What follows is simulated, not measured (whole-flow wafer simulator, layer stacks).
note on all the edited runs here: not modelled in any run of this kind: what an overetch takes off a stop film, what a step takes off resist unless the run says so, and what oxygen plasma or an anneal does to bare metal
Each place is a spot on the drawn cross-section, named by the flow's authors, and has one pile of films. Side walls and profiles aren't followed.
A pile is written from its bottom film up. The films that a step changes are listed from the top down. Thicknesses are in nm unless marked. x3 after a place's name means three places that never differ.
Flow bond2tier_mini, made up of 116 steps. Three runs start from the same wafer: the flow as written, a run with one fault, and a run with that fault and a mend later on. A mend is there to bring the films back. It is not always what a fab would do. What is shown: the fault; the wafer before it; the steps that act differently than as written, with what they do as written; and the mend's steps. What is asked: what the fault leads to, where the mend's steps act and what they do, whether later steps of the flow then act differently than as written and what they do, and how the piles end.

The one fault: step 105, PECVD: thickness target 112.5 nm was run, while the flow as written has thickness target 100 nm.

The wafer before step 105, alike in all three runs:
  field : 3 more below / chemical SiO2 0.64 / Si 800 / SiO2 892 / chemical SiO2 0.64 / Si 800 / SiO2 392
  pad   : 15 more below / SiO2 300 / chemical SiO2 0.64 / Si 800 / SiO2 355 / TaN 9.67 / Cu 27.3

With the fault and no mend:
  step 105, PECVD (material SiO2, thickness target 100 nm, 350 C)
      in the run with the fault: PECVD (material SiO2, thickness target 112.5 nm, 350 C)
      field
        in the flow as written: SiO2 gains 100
        in the run with the fault: SiO2 gains 112.5
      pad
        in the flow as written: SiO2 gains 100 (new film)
        in the run with the fault: SiO2 gains 112.5 (new film)
  Later steps of the flow acting differently than as written:
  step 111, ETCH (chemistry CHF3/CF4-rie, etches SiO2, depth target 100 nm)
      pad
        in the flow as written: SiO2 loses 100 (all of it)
        in the run with the fault: SiO2 loses 100
  The piles end different from the flow's at field, pad by more than 2% or 0.5 nm, whichever is larger.
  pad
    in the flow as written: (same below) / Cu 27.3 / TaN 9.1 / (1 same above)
    in the run with the fault: (same below) / Cu 27.3 / SiO2 12.5 / TaN 9.1 / (1 same above)
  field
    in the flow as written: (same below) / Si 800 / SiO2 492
    in the run with the fault: (same below) / Si 800 / SiO2 504.5

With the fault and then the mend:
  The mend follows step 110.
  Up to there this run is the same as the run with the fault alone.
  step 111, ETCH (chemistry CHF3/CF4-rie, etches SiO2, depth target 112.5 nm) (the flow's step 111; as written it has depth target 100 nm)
      field
        KrF resist loses 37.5
      pad
        SiO2 loses 112.5 (all of it)
  Later steps of the flow acting differently than as written (3 other steps are not shown; they differ only slightly, by no more than 2% or 0.5 nm, whichever is larger):
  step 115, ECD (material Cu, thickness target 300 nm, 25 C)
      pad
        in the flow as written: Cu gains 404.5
        in the run with the mend: Cu gains 417.5
  The piles end different from the flow's at field, pad by more than 2% or 0.5 nm, whichever is larger.
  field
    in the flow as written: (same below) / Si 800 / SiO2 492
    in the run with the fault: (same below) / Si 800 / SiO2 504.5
    in the run with the mend: (same below) / Si 800 / SiO2 504.5
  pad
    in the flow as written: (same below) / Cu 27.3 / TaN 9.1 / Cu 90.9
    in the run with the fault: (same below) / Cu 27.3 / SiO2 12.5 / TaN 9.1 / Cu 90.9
    in the run with the mend: (same below) / Cu 27.3 / TaN 9 / Cu 103.5
